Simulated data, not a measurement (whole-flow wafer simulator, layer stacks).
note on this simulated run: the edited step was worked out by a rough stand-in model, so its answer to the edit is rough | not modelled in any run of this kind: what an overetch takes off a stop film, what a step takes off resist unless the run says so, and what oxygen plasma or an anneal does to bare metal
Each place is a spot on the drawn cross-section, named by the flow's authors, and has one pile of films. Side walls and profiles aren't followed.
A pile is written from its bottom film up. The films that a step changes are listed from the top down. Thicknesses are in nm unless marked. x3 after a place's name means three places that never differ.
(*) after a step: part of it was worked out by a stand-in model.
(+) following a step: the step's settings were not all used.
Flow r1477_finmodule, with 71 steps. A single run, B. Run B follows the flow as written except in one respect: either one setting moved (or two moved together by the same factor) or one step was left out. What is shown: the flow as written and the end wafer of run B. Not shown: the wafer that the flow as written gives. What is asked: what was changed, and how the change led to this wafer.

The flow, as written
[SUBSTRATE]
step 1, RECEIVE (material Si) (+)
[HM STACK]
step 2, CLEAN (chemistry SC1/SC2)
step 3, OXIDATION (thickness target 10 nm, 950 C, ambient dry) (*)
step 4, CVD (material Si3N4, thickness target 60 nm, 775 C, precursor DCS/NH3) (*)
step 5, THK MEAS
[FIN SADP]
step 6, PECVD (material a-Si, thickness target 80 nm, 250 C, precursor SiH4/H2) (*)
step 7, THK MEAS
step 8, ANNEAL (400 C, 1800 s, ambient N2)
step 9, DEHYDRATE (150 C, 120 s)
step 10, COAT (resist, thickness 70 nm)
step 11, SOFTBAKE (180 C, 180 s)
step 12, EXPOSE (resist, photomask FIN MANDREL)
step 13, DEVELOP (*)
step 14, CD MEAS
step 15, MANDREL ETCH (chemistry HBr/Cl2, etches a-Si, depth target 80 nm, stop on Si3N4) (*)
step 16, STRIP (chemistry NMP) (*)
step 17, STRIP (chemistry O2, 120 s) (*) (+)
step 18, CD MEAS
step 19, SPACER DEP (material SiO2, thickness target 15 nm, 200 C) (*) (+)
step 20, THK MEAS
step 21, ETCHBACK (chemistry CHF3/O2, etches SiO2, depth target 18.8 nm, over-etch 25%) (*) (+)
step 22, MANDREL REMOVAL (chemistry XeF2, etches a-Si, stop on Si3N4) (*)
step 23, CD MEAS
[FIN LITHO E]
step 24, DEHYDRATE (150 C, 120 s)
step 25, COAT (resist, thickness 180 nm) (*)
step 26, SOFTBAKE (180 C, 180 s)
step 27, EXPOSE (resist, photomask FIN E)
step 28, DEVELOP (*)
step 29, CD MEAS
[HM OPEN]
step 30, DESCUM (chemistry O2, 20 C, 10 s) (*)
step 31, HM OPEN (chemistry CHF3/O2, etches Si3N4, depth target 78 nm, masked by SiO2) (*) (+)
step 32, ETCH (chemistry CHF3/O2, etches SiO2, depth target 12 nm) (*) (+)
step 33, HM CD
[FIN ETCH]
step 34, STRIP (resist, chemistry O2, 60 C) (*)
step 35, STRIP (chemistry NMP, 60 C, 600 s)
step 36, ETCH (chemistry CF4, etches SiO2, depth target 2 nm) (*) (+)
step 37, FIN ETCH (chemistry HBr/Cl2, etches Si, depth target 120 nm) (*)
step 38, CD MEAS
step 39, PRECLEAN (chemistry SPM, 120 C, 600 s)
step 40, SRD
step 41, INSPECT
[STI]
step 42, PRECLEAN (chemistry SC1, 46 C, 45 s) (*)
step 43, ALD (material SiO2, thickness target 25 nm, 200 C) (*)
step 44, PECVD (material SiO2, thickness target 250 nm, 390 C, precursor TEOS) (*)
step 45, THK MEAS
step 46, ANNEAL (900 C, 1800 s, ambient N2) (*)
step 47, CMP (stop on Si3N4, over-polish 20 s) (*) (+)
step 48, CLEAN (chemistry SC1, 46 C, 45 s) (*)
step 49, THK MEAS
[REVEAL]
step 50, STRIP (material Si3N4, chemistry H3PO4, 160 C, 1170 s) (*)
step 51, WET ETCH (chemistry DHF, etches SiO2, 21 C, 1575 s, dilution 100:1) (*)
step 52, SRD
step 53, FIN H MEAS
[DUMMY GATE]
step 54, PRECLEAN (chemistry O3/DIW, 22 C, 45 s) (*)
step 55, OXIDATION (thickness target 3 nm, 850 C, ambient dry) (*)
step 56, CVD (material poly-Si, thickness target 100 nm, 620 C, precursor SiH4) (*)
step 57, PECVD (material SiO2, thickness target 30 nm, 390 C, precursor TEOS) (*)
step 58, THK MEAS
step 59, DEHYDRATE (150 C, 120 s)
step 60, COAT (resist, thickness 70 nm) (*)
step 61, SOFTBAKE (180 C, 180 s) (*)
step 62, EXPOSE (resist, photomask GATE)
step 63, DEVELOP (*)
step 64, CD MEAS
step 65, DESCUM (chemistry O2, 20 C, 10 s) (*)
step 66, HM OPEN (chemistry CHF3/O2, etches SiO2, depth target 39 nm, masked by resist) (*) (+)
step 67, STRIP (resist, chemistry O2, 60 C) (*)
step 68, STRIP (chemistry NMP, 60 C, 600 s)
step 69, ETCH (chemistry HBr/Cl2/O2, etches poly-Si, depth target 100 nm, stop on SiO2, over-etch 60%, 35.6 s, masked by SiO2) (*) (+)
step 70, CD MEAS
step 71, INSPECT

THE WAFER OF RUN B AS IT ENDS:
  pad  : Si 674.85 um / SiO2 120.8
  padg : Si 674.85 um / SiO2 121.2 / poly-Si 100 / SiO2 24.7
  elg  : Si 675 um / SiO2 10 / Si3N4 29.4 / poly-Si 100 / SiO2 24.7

Cause: step 37, FIN ETCH: depth target 138 nm was run, while the flow as written has depth target 120 nm.

Step by step, how the change led to this:
  step 37, FIN ETCH (chemistry HBr/Cl2, etches Si, depth target 120 nm) (*)
      pad, padg, esg and 19 more: Si loses 138 (in the flow as written it would be: Si loses 120)
      elg, e40lg, e100lg, e200lg, elo, e40lo, e100lo, e200lo: Si3N4 loses 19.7 (in the flow as written it would be: Si3N4 loses 17.1)
      (as well as at 6 more places)
  step 43, ALD (material SiO2, thickness target 25 nm, 200 C) (*)
      s40cg, s45cg, s50cg, s40co, s45co, s50co: SiO2 gains 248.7 (new film) (in the flow as written it would be: SiO2 gains 232.1 (new film))
      esg: SiO2 gains 209.7 (new film) (in the flow as written it would be: SiO2 gains 194.3 (new film))
  step 47, CMP (stop on Si3N4, over-polish 20 s) (*) (+)
      pad, padg, e40sg and 11 more: SiO2 loses 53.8 (in the flow as written it would be: SiO2 loses 71.8)
      eso: SiO2 loses 54.4 (in the flow as written it would be: SiO2 loses 72.4)
  step 51, WET ETCH (chemistry DHF, etches SiO2, 21 C, 1575 s, dilution 100:1) (*)
      elg, e40lg, e100lg, e200lg, elo, e40lo, e100lo, e200lo: SiO2 loses 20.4 (all of it), Si3N4 loses 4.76 (in the flow as written it would be: SiO2 loses 17.8 (all of it), Si3N4 loses 4.97)
  step 67, STRIP (resist, chemistry O2, 60 C) (*)
      e40sg: resist loses 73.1 (all of it) (in the flow as written it would be: resist loses 75.4 (all of it))
      e100sg: resist loses 73.1 (all of it) (in the flow as written it would be: resist loses 75.3 (all of it))
      (as well as at 1 more place)
